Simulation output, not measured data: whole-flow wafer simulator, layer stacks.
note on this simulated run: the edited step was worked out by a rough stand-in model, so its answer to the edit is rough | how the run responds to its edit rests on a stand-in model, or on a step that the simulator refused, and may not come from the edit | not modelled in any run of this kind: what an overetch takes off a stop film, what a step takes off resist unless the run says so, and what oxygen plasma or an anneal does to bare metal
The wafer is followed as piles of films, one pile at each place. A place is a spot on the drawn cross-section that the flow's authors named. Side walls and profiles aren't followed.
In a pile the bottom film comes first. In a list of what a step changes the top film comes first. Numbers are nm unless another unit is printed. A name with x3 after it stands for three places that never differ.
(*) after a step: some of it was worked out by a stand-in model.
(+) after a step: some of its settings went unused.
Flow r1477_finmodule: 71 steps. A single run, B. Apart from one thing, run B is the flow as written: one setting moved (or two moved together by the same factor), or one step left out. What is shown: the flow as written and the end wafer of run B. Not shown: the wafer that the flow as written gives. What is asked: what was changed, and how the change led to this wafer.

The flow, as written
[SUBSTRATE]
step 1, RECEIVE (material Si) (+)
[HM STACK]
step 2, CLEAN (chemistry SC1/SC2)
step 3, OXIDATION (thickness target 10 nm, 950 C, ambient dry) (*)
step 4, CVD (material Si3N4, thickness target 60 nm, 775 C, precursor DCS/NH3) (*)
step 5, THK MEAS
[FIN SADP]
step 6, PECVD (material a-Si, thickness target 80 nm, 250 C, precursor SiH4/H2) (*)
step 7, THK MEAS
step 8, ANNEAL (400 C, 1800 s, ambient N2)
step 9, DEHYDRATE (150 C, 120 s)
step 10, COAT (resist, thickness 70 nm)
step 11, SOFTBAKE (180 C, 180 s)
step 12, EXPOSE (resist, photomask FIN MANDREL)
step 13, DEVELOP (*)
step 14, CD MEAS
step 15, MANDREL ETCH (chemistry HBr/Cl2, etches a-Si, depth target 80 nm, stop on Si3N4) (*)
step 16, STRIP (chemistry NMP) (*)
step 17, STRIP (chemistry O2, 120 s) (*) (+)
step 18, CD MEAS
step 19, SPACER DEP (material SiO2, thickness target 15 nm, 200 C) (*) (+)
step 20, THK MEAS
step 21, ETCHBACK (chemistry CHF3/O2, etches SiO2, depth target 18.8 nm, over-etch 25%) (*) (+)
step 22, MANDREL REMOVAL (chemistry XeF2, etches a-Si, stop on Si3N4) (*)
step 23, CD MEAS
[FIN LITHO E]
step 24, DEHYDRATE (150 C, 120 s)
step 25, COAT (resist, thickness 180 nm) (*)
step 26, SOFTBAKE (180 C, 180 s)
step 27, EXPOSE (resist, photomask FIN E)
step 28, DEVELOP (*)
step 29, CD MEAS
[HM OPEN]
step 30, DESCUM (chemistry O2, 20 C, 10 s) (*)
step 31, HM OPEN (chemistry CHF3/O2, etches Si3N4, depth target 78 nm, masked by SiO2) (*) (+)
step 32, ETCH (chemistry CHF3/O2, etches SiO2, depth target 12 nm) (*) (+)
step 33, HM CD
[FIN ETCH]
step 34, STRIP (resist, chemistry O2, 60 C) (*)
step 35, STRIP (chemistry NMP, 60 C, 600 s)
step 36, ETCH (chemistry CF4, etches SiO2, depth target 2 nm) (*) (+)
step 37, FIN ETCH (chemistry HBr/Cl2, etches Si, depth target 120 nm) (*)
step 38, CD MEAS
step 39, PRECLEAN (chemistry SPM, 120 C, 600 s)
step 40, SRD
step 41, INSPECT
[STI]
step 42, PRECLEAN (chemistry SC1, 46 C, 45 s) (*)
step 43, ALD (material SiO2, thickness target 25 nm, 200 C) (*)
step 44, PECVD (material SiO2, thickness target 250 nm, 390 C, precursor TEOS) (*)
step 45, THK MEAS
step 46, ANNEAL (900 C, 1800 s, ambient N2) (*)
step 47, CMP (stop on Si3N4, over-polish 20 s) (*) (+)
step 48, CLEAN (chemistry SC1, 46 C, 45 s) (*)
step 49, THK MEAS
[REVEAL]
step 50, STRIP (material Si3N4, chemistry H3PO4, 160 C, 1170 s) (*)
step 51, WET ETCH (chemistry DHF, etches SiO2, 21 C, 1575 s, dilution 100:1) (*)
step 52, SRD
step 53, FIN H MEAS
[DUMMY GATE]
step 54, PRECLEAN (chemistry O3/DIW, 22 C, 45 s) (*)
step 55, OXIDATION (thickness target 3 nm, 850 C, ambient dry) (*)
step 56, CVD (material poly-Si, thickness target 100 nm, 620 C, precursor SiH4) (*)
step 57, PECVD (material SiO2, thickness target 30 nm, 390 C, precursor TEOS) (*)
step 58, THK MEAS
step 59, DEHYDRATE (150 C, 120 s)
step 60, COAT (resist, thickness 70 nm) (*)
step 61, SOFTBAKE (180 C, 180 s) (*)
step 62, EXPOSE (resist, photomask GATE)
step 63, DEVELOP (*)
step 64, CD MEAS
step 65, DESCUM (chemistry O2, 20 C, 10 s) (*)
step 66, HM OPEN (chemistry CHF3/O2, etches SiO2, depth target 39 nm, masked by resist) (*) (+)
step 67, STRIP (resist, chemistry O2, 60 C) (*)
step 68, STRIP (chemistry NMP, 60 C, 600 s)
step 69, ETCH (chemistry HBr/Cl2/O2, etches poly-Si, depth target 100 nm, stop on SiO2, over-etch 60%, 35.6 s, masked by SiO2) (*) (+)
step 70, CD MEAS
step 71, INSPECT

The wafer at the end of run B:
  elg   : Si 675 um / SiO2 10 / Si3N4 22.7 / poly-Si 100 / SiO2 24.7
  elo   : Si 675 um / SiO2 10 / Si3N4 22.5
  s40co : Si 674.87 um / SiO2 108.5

What caused this: step 21, ETCHBACK: depth target 29.1 nm was run, while the flow as written has depth target 18.8 nm.

How this came from the change, step by step:
  step 21, ETCHBACK (chemistry CHF3/O2, etches SiO2, depth target 18.8 nm, over-etch 25%) (*) (+)
      pad, padg, elg and 21 more: SiO2 loses 15 (all of it), Si3N4 loses 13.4 (it would be, as written: SiO2 loses 15 (all of it), Si3N4 loses 3.62)
      s40cg, s45cg, s50cg, s40co, s45co, s50co: SiO2 loses 15.4 (all of it), a-Si loses 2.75 (it would be, as written: SiO2 loses 15.4 (all of it), a-Si loses 0.69)
      (and at 6 other places as well)
  step 22, MANDREL REMOVAL (chemistry XeF2, etches a-Si, stop on Si3N4) (*)
      s40cg, s45cg, s50cg, s40co, s45co, s50co: a-Si loses 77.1 (all of it) (it would be, as written: a-Si loses 79.2 (all of it))
  step 25, COAT (resist, thickness 180 nm) (*)
      s40cg, s40co: resist gains 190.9 (new film) (it would be, as written: resist gains 197.6 (new film))
      s40sg_line, s40so_line: resist gains 124.8 (new film) (it would be, as written: resist gains 121.2 (new film))
      (and at 8 other places as well)
  step 28, DEVELOP (*)
      s40cg, s40co: resist loses 190.9 (all of it) (it would be, as written: resist loses 197.6 (all of it))
      s40sg_line, s40so_line: resist loses 124.8 (all of it) (it would be, as written: resist loses 121.2 (all of it))
      (and at 8 other places as well)
  step 31, HM OPEN (chemistry CHF3/O2, etches Si3N4, depth target 78 nm, masked by SiO2) (*) (+)
      pad, padg, esg and 13 more: Si3N4 loses 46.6 (all of it), SiO2 loses 10 (all of it) (it would be, as written: Si3N4 loses 56.4 (all of it), SiO2 loses 10 (all of it))
      elg, e40lg, e100lg, e200lg, elo, e40lo, e100lo, e200lo: resist loses 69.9 (it would be, as written: resist loses 78)
      (and at 12 other places as well)
  step 32, ETCH (chemistry CHF3/O2, etches SiO2, depth target 12 nm) (*) (+)
      s40cg, s45cg, s50cg, s40co, s45co, s50co: SiO2 loses 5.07 (all of it), Si loses 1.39 (it would be, as written: SiO2 loses 1 (all of it), Si loses 2.2)
  step 34, STRIP (resist, chemistry O2, 60 C) (*)
      elg, e40lg, e100lg, e200lg, elo, e40lo, e100lo, e200lo: resist loses 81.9 (all of it) (it would be, as written: resist loses 73.8 (all of it))
  step 43, ALD (material SiO2, thickness target 25 nm, 200 C) (*)
      s40cg, s45cg, s50cg, s40co, s45co, s50co: SiO2 gains 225 (new film) (it would be, as written: SiO2 gains 232.1 (new film))
      esg: SiO2 gains 184.4 (new film) (it would be, as written: SiO2 gains 194.3 (new film))
  step 47, CMP (stop on Si3N4, over-polish 20 s) (*) (+)
      elg, esg, e40lg and 6 more: SiO2 loses 231.8 (it would be, as written: SiO2 loses 241.6)
      s40cg, s45cg, s50cg, s40co, s45co, s50co: SiO2 loses 272.8 (it would be, as written: SiO2 loses 279)
      (and at 6 other places as well)
  step 51, WET ETCH (chemistry DHF, etches SiO2, 21 C, 1575 s, dilution 100:1) (*)
      elg, e40lg, e100lg, e200lg, elo, e40lo, e100lo, e200lo: SiO2 loses 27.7 (all of it), Si3N4 loses 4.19 (it would be, as written: SiO2 loses 17.8 (all of it), Si3N4 loses 4.97)
  step 56, CVD (material poly-Si, thickness target 100 nm, 620 C, precursor SiH4) (*)
      esg: poly-Si gains 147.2 (new film) (it would be, as written: poly-Si gains 156 (new film))
  step 60, COAT (resist, thickness 70 nm) (*)
      e40sg, eso, e40so: resist gains 120.9 (new film) (it would be, as written: resist gains 129.5 (new film))
      e100sg, e100so: resist gains 120.9 (new film) (it would be, as written: resist gains 129.4 (new film))
      (and at 2 other places as well)
  step 63, DEVELOP (*)
      eso, e40so: resist loses 120.9 (all of it) (it would be, as written: resist loses 129.5 (all of it))
      e100so: resist loses 120.9 (all of it) (it would be, as written: resist loses 129.4 (all of it))
      (and at 1 other place as well)
  step 67, STRIP (resist, chemistry O2, 60 C) (*)
      e40sg: resist loses 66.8 (all of it) (it would be, as written: resist loses 75.4 (all of it))
      e100sg: resist loses 66.7 (all of it) (it would be, as written: resist loses 75.3 (all of it))
      (and at 1 other place as well)
